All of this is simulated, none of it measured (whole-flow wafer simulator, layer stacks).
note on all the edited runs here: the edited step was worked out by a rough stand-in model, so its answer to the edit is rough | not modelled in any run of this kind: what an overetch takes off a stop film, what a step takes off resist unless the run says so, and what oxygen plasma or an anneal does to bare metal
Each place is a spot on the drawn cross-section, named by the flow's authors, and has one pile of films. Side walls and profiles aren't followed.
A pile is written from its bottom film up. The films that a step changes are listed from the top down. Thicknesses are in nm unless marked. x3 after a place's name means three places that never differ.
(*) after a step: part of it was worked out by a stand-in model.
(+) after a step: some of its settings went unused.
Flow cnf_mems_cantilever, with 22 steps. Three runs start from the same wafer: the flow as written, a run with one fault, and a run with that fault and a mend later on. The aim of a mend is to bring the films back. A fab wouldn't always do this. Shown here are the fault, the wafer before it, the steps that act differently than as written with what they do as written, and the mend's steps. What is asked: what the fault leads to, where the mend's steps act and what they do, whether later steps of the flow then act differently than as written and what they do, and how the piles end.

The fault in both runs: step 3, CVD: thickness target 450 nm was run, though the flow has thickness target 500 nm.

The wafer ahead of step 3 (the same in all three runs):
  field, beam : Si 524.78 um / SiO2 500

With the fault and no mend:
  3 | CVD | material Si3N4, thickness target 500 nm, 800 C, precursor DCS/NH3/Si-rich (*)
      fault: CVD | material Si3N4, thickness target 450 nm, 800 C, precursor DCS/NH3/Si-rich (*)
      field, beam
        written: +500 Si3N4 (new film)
        fault: +450 Si3N4 (new film)
  Steps further on in the flow that do not act as written:
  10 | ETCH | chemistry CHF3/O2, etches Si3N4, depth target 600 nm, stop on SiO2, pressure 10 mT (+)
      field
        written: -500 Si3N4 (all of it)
        fault: -450 Si3N4 (all of it)
  At beam, the piles at the end differ from the flow's by more than 2% or 0.5 nm, whichever is larger.
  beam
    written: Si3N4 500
    fault: Si3N4 450

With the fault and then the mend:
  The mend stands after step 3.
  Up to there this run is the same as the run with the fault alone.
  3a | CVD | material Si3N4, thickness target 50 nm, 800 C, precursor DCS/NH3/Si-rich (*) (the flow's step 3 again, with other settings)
      field, beam
        +50 Si3N4
  None of the later steps of the flow acts differently than as written at any place that is followed.
  The piles end the same as the flow's at every place that both follow.
